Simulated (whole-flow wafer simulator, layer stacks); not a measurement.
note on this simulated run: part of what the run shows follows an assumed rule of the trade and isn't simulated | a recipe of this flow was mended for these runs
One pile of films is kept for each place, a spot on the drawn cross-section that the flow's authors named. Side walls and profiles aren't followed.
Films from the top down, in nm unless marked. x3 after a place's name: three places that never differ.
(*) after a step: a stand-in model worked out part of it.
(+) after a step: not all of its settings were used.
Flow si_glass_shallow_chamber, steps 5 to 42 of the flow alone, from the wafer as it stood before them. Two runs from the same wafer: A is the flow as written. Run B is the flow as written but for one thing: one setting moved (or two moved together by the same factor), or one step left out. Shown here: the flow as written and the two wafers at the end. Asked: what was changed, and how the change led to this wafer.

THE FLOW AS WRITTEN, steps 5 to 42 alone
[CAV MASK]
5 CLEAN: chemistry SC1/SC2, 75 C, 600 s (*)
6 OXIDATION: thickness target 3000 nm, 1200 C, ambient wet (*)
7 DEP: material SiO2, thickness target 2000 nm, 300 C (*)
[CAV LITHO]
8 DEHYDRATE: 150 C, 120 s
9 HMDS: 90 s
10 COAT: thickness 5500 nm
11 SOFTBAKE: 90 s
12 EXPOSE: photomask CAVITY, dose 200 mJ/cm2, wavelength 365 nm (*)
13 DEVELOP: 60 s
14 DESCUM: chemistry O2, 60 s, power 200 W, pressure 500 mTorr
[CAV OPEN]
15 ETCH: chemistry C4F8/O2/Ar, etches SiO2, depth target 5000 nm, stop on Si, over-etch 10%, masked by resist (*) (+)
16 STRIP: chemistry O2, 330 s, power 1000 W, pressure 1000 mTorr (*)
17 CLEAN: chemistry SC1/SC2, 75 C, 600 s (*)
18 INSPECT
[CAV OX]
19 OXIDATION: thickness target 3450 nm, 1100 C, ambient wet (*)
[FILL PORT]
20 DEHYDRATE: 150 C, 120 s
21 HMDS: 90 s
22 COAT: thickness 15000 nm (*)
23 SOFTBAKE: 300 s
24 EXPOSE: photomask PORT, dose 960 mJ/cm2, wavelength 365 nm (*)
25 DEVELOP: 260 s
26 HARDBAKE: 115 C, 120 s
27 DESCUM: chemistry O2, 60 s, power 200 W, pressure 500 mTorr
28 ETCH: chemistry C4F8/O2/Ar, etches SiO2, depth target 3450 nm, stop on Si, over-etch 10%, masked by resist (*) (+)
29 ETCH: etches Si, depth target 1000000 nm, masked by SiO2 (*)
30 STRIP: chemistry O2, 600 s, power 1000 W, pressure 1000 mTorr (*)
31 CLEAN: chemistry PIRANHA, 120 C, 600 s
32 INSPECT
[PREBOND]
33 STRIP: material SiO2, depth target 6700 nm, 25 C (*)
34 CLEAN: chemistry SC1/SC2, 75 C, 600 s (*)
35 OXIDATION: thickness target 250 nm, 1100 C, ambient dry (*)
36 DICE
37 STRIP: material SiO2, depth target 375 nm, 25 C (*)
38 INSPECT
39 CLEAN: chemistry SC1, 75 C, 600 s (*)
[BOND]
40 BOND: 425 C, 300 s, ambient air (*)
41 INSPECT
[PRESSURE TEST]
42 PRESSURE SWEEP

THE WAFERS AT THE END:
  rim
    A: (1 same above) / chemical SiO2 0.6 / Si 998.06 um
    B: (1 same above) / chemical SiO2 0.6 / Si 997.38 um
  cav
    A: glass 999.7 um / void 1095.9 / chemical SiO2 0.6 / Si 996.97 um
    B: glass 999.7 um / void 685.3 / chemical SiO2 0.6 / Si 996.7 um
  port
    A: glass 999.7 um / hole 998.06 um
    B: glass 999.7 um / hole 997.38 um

The cause: step 6, OXIDATION: thickness target 4800 nm was run, where the flow has thickness target 3000 nm.

How the change led to this, step by step:
  6 OXIDATION: thickness target 3000 nm, 1200 C, ambient wet (*)
      rim, ramp, cav, port, septum, ring: A SiO2 +3000 (new film), chemical SiO2 -0.6 (all of it), Si -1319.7 | B SiO2 +4800 (new film), chemical SiO2 -0.6 (all of it), Si -2111.7
  15 ETCH: chemistry C4F8/O2/Ar, etches SiO2, depth target 5000 nm, stop on Si, over-etch 10%, masked by resist (*) (+)
      cav, port: A SiO2 -5000 (all of it), Si -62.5 | B SiO2 -5500
  16 STRIP: chemistry O2, 330 s, power 1000 W, pressure 1000 mTorr (*)
      cav, port: A chemical SiO2 +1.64 (new film), Si -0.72 | B nothing
  17 CLEAN: chemistry SC1/SC2, 75 C, 600 s (*)
      cav, port: A chemical SiO2 -1.04, Si -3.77 | B SiO2 -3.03
  19 OXIDATION: thickness target 3450 nm, 1100 C, ambient wet (*)
      cav, port: A SiO2 +3450 (new film), chemical SiO2 -0.6 (all of it), Si -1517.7 | B SiO2 +2414.3, Si -1062.3
      rim, ramp, septum, ring: A SiO2 +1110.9, Si -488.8 | B SiO2 +856.8, Si -377
  22 COAT: thickness 15000 nm (*)
      rim: A thick-i-line-resist +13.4 um (new film) | B thick-i-line-resist +13.05 um (new film)
      ramp: A thick-i-line-resist +12.89 um (new film) | B thick-i-line-resist +12.42 um (new film)
      (and at 4 more places)
  23 SOFTBAKE: 300 s
      rim: A thick-i-line-resist -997 | B thick-i-line-resist -1245.9
      ramp: A thick-i-line-resist -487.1 | B thick-i-line-resist -621.3
      (and at 4 more places)
  25 DEVELOP: 260 s
      port: A thick-i-line-resist -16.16 um (all of it) | B thick-i-line-resist -16.42 um (all of it)
  26 HARDBAKE: 115 C, 120 s
      rim, ramp: A thick-i-line-resist -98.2 | B thick-i-line-resist -91.1
      cav: A thick-i-line-resist -147.1 | B thick-i-line-resist -150.8
  28 ETCH: chemistry C4F8/O2/Ar, etches SiO2, depth target 3450 nm, stop on Si, over-etch 10%, masked by resist (*) (+)
      port: A SiO2 -3450 (all of it), Si -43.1 | B SiO2 -3711.3 (all of it), Si -10.5
  29 ETCH: etches Si, depth target 1000000 nm, masked by SiO2 (*)
      rim, ramp: A thick-i-line-resist -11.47 um (all of it), SiO2 -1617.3 | B thick-i-line-resist -10.88 um (all of it), SiO2 -1935.9
      port: A hole +997.05 um (new film), Si -997.05 um (all of it) | B hole +996.81 um (new film), Si -996.81 um (all of it)
      (and at 2 more places)
  30 STRIP: chemistry O2, 600 s, power 1000 W, pressure 1000 mTorr (*)
      cav: A thick-i-line-resist -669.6 (all of it) | B thick-i-line-resist -935.1 (all of it)
  33 STRIP: material SiO2, depth target 6700 nm, 25 C (*)
      rim, ramp: A SiO2 -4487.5 (all of it) | B SiO2 -5714.8 (all of it)
      cav: A SiO2 -3450 (all of it) | B SiO2 -3711.3 (all of it)
      (and at 2 more places)
  40 BOND: 425 C, 300 s, ambient air (*)
      cav: A glass +999.7 um (new film), void +1095.9 (new film) | B glass +999.7 um (new film), void +685.3 (new film)
      port: A glass +999.7 um (new film), hole +1017.3 | B glass +999.7 um (new film), hole +574
